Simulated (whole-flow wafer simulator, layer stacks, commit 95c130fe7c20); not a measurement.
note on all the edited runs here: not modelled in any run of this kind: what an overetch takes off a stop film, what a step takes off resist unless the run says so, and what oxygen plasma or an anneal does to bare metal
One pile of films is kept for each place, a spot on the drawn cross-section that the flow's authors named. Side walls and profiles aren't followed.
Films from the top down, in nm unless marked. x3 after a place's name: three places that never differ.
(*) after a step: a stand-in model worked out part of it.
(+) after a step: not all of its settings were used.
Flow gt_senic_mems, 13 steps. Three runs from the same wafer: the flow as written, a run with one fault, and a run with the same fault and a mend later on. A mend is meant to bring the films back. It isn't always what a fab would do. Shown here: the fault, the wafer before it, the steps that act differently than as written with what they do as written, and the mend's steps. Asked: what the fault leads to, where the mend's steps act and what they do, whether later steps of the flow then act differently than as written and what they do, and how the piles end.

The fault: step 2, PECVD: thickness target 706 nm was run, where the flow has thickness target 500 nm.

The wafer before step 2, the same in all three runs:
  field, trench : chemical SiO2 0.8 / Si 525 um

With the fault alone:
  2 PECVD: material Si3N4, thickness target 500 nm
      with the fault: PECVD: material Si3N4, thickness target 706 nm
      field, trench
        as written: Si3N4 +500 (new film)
        with the fault: Si3N4 +706 (new film)
  Later steps of the flow that act differently than as written (2 more steps differ only slightly, by at most 2% or 0.5 nm, whichever is larger, and aren't shown):
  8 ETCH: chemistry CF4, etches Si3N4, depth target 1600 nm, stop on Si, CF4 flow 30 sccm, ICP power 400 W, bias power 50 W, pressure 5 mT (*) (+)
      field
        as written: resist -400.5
        with the fault: resist -537.9
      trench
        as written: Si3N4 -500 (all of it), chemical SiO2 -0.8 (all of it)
        with the fault: Si3N4 -706 (all of it), chemical SiO2 -0.8 (all of it)
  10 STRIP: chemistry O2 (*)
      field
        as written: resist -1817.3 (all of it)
        with the fault: resist -1680 (all of it)
  At the end the piles differ from the flow's by more than 2% or 0.5 nm, whichever is larger, at field.
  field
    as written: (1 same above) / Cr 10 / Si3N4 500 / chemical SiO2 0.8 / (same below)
    with the fault: (1 same above) / Cr 10 / Si3N4 706 / chemical SiO2 0.8 / (same below)

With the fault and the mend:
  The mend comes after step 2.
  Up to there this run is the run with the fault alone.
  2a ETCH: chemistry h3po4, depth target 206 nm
      field, trench
        Si3N4 -206
  No later step of the flow acts differently than as written at any place that is followed.
  At the end the piles are the same as the flow's at every place that both follow.
